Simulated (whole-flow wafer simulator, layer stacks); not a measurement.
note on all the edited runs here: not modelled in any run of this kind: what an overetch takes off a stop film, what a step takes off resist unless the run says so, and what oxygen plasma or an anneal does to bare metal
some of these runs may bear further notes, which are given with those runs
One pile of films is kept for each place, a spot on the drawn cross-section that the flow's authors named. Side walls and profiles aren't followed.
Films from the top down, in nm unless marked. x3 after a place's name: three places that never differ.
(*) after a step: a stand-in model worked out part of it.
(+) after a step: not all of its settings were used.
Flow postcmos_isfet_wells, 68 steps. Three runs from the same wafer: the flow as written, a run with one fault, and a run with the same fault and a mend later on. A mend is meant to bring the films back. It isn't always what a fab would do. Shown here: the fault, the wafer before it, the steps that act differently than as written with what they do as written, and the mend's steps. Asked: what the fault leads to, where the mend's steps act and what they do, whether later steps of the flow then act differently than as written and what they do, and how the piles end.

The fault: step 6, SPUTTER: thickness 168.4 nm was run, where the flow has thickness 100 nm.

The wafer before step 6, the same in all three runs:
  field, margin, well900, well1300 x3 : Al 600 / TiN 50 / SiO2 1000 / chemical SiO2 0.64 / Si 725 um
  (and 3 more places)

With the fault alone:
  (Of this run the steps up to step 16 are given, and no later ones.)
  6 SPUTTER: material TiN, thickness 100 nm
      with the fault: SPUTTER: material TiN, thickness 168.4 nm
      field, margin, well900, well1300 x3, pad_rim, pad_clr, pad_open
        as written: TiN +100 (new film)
        with the fault: TiN +168.4 (new film)
  Later steps of the flow that act differently than as written:
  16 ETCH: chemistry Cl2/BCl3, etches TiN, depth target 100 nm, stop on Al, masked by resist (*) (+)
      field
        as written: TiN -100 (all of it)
        with the fault: TiN -100
  After step 16 the piles differ from the flow's by more than 2% or 0.5 nm, whichever is larger, at field, margin, well900, well1300 x3, pad_rim, pad_clr, pad_open.
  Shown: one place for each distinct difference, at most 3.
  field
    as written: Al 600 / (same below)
    with the fault: TiN 68.4 / Al 600 / (same below)
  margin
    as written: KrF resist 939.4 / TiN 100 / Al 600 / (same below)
    with the fault: KrF resist 939.4 / TiN 168.4 / Al 600 / (same below)

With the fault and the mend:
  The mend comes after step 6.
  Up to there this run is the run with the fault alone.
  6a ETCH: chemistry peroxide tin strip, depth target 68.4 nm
      field, margin, well900, well1300 x3, pad_rim, pad_clr, pad_open
        TiN -68.4
  No later step of the flow acts differently than as written at any place that is followed.
  At the end the piles are the same as the flow's at every place that both follow.
